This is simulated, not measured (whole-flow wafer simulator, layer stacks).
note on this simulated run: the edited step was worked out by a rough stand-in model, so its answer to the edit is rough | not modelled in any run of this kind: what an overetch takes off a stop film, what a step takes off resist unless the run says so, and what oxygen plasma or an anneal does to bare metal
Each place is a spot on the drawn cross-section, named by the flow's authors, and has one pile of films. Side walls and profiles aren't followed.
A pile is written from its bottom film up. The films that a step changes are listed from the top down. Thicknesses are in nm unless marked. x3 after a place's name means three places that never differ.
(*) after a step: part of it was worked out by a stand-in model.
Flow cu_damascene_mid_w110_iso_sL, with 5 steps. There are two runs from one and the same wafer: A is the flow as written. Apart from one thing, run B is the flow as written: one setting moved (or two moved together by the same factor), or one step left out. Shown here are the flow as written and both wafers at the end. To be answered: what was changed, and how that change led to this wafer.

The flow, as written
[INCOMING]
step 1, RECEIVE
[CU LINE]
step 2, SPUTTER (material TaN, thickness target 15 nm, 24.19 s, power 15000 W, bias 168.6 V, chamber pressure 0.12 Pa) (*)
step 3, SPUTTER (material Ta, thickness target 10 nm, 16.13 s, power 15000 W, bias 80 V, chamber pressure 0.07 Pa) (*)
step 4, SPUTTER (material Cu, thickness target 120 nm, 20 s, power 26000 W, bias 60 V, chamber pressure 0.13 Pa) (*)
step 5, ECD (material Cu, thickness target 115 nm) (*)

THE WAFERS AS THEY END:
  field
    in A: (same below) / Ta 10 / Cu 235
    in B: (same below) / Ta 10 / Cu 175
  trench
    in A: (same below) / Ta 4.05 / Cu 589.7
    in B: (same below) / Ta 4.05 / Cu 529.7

The reason: step 4, SPUTTER: 10 s was run, while the flow as written has 20 s.

Step by step, how the change led to this:
  step 4, SPUTTER (material Cu, thickness target 120 nm, 20 s, power 26000 W, bias 60 V, chamber pressure 0.13 Pa) (*)
      field: A +120 Cu (new film) | B +60 Cu (new film)
      trench: A +49.9 Cu (new film) | B +25 Cu (new film)
  step 5, ECD (material Cu, thickness target 115 nm) (*)
      trench: A +539.8 Cu | B +504.8 Cu
